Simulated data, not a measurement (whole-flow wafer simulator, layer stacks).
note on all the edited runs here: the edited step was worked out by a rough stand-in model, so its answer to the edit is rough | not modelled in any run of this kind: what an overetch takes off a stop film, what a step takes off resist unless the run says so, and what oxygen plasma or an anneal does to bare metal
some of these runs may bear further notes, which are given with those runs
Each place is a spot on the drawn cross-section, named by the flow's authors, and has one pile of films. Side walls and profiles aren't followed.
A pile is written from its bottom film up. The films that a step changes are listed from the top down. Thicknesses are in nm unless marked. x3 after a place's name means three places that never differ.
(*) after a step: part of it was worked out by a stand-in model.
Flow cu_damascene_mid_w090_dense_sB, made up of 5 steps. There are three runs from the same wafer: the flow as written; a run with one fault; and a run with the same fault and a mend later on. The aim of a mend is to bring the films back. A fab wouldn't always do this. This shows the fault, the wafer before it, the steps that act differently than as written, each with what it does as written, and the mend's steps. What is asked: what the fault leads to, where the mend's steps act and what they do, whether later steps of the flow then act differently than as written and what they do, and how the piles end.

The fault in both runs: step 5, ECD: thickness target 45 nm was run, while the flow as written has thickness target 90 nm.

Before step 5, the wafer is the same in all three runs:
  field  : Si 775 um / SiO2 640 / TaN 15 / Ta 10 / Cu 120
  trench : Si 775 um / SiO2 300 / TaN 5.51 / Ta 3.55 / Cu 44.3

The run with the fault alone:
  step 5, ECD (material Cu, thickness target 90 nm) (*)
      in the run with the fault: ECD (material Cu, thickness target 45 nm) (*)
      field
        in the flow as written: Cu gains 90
        in the run with the fault: Cu gains 45
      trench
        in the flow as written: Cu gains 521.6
        in the run with the fault: Cu gains 476.6
  Later steps of the flow that are run all act as written at every place that is followed.
  By the end, the piles at field, trench depart from the flow's by more than 2% or 0.5 nm, whichever is larger.
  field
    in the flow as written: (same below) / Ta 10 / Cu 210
    in the run with the fault: (same below) / Ta 10 / Cu 165
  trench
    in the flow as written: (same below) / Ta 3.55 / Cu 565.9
    in the run with the fault: (same below) / Ta 3.55 / Cu 520.9

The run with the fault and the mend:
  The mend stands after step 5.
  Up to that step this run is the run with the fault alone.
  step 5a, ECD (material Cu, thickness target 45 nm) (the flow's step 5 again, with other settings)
      field, trench
        Cu gains 45
  Later steps of the flow that are run all act as written at every place that is followed.
  The piles end the same as the flow's at every place that both follow.
